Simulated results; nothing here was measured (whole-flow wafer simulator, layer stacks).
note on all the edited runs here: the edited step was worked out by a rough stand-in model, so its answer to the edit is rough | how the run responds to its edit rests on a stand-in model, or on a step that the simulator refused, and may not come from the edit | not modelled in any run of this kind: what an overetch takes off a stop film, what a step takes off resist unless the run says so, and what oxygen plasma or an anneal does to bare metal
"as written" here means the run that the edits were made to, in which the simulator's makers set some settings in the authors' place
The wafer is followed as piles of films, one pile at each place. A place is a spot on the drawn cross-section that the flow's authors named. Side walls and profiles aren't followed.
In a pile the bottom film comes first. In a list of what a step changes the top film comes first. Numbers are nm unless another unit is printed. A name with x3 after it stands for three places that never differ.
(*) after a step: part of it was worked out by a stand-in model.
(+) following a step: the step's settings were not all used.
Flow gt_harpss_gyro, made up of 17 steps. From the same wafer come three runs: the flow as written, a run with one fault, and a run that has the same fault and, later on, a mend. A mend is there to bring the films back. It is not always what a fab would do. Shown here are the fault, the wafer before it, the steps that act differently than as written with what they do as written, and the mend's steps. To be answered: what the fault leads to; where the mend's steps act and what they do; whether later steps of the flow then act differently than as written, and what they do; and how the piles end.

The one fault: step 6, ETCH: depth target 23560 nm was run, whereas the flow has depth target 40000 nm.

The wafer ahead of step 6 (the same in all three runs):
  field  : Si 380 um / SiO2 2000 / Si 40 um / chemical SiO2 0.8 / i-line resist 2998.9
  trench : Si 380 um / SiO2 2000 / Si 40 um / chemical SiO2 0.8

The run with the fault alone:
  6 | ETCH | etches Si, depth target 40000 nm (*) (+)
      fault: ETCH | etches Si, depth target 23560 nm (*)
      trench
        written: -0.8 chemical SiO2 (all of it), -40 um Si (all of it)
        fault: -0.8 chemical SiO2 (all of it), -23.56 um Si
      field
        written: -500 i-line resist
        fault: -294.5 i-line resist
  Steps further on in the flow that do not act as written (2 more steps, not shown, differ only slightly: by at most 2% or 0.5 nm, whichever is larger):
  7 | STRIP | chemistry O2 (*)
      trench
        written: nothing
        fault: +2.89 chemical SiO2 (new film), -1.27 Si
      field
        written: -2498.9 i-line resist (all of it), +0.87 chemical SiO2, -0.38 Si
        fault: -2704.4 i-line resist (all of it), +0.89 chemical SiO2, -0.39 Si
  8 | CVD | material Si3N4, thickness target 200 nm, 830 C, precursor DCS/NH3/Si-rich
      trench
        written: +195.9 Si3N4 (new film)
        fault: +200 Si3N4 (new film)
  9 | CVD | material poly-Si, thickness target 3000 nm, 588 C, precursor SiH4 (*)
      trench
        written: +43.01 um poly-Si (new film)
        fault: +26.56 um poly-Si (new film)
  At trench, the piles at the end differ from the flow's by more than 2% or 0.5 nm, whichever is larger.
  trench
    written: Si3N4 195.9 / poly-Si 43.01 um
    fault: Si 16.44 um / chemical SiO2 2.89 / Si3N4 200 / poly-Si 26.56 um

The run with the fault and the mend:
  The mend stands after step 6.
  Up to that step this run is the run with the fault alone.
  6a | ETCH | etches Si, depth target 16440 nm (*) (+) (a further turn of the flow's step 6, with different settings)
      field
        -205.5 i-line resist
      trench
        -16.44 um Si (all of it)
  Every later step of the flow that is run acts as written at every place that is followed.
  By the end, the piles equal the flow's at every place that both follow.
